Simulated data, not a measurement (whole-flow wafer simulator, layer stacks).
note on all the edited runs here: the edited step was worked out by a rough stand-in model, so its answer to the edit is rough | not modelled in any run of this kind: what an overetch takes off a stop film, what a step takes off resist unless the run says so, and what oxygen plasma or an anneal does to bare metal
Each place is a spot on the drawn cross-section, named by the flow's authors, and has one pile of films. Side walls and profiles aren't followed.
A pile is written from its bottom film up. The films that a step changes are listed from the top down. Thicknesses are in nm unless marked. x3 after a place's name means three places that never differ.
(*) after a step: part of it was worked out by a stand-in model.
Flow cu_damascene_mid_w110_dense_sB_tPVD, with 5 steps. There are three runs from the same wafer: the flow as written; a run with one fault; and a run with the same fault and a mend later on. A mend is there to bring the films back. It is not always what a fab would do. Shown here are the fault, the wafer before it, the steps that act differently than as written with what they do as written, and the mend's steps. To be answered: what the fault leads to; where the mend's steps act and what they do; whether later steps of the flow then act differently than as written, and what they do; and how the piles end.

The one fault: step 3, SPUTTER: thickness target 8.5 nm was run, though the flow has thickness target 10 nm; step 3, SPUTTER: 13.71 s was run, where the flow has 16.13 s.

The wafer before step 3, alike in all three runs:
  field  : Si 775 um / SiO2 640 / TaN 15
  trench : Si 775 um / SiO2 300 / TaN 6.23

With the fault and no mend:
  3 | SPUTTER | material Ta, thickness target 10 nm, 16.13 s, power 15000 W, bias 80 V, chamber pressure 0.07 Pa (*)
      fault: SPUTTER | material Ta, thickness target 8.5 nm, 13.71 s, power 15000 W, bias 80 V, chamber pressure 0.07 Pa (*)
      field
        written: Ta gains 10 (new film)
        fault: Ta gains 8.5 (new film)
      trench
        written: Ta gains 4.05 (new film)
        fault: Ta gains 3.44 (new film)
  Later steps of the flow that are run all act as written at every place that is followed, up to a difference of at most 2% or 0.5 nm, whichever is larger.
  At field, trench, the piles at the end differ from the flow's by more than 2% or 0.5 nm, whichever is larger.
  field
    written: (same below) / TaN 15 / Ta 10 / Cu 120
    fault: (same below) / TaN 15 / Ta 8.5 / Cu 120
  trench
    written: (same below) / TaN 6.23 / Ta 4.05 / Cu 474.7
    fault: (same below) / TaN 6.23 / Ta 3.44 / Cu 473.8

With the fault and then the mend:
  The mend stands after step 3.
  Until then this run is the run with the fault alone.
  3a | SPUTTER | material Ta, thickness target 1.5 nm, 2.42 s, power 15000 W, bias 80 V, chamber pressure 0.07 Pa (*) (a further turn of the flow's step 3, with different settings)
      field
        Ta gains 1.5
      trench
        Ta gains 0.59
  Later steps of the flow that are run all act as written at every place that is followed, up to a difference of at most 2% or 0.5 nm, whichever is larger.
  At the end the piles are close to the flow's at the places that both follow, differing by at most 2% or 0.5 nm, whichever is larger.
